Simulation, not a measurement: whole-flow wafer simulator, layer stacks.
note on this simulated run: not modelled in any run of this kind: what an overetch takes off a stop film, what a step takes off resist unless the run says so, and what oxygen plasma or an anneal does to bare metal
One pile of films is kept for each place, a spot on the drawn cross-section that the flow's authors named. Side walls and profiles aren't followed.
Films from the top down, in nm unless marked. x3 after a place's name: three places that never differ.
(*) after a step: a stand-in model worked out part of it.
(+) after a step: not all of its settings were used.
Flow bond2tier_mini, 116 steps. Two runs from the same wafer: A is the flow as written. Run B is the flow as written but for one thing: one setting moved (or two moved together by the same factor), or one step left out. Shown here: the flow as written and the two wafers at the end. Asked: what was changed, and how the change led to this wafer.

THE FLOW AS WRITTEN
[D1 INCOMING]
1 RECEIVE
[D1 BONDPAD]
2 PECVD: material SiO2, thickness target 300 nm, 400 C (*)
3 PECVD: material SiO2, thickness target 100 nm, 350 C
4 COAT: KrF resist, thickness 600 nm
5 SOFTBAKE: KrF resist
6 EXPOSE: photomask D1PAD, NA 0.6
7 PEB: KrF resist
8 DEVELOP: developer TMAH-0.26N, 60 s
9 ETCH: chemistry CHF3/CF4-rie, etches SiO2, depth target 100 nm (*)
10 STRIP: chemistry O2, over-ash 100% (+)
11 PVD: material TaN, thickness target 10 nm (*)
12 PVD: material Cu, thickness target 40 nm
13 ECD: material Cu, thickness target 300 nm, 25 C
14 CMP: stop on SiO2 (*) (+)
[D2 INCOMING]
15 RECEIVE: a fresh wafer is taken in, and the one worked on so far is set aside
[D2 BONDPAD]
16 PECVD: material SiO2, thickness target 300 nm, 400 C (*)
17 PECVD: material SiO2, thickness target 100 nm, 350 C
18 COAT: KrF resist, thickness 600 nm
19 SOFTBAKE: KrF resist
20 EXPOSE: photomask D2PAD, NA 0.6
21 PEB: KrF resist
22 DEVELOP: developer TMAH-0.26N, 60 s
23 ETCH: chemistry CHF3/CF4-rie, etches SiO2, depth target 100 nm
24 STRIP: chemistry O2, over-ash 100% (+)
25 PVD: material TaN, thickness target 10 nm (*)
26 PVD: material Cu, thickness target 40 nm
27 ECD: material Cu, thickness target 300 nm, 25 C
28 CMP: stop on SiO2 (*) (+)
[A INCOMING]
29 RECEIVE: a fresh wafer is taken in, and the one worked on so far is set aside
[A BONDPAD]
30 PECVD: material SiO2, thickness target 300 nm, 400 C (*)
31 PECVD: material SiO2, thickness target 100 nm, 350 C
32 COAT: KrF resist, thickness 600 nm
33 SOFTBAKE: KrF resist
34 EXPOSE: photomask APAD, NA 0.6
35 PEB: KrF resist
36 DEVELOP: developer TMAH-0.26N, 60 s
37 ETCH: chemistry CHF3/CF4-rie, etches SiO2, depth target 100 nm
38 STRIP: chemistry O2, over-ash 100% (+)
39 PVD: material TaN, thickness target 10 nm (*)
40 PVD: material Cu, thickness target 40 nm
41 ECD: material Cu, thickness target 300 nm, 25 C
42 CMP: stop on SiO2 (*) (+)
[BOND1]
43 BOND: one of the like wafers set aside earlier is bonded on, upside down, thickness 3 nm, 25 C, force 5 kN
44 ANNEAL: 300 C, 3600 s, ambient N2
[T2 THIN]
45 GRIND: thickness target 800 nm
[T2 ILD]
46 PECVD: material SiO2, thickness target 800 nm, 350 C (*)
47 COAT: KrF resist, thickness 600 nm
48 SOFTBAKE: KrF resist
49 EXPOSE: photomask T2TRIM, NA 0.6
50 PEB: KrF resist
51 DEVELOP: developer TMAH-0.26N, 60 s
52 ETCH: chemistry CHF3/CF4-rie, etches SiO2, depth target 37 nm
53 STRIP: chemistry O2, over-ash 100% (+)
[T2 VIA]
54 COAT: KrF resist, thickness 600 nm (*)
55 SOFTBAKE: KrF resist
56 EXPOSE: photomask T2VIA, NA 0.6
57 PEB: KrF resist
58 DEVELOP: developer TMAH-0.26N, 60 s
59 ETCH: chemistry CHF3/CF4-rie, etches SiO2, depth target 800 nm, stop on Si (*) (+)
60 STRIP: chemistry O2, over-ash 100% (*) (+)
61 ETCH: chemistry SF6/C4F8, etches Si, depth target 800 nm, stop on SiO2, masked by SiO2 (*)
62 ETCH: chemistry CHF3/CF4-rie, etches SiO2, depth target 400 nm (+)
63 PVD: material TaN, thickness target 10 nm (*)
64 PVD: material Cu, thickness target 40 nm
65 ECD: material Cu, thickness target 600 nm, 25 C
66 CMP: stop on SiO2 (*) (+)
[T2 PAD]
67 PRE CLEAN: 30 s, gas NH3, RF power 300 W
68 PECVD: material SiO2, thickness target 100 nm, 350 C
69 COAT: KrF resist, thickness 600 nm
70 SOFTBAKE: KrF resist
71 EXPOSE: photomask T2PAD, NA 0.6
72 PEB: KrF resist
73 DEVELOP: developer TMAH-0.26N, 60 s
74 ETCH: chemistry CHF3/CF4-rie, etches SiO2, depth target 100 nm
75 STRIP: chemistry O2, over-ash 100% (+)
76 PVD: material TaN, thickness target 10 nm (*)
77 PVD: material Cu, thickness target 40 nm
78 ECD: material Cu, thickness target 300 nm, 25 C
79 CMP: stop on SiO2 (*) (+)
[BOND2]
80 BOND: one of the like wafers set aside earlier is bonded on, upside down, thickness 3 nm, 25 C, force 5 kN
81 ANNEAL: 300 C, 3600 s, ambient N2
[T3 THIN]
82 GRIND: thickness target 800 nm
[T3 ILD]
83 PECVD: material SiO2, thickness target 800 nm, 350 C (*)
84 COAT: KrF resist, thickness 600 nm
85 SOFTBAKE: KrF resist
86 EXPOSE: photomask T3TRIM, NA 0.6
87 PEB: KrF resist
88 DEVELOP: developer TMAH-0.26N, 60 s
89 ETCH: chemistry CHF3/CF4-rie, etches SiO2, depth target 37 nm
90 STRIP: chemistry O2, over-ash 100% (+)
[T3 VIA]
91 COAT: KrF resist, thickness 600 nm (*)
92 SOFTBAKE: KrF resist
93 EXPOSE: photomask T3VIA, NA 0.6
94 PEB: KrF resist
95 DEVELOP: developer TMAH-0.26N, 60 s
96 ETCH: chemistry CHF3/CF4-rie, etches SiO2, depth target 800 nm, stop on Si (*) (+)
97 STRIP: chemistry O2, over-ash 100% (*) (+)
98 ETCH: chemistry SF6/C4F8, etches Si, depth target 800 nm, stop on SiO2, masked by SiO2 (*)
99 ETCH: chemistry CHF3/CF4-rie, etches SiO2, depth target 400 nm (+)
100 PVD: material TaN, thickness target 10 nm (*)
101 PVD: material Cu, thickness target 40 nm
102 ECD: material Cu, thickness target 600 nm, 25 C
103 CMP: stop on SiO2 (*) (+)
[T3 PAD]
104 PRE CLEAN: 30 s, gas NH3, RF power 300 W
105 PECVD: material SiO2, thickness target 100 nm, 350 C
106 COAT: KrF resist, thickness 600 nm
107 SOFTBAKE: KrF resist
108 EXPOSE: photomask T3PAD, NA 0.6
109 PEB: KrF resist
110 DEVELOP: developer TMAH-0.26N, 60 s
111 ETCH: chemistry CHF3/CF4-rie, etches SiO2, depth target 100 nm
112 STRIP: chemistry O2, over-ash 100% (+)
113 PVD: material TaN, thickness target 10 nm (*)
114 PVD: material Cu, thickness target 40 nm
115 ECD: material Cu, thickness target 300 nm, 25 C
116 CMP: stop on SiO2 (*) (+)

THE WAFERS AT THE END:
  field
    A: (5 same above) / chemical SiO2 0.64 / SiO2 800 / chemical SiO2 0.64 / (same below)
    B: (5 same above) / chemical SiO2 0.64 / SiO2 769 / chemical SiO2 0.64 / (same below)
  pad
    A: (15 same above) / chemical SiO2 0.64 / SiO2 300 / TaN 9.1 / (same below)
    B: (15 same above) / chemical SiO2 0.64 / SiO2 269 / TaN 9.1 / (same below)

The cause: step 3, PECVD: thickness target 69 nm was run, where the flow has thickness target 100 nm.

How the change led to this, step by step:
  3 PECVD: material SiO2, thickness target 100 nm, 350 C
      field, pad, via: A SiO2 +100 | B SiO2 +69
  43 BOND: one of the like wafers set aside earlier is bonded on, upside down, thickness 3 nm, 25 C, force 5 kN
      field: A Si +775 um (new film), chemical SiO2 +0.64 (new film), SiO2 +400 | B Si +775 um (new film), chemical SiO2 +0.64 (new film), SiO2 +369
      pad: A Si +775 um (new film), chemical SiO2 +0.64 (new film), SiO2 +300 (new film), TaN +9.1 (new film), Cu +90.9 | B Si +775 um (new film), chemical SiO2 +0.64 (new film), SiO2 +269 (new film), TaN +9.1 (new film), Cu +90.9
      (and at 1 more place)
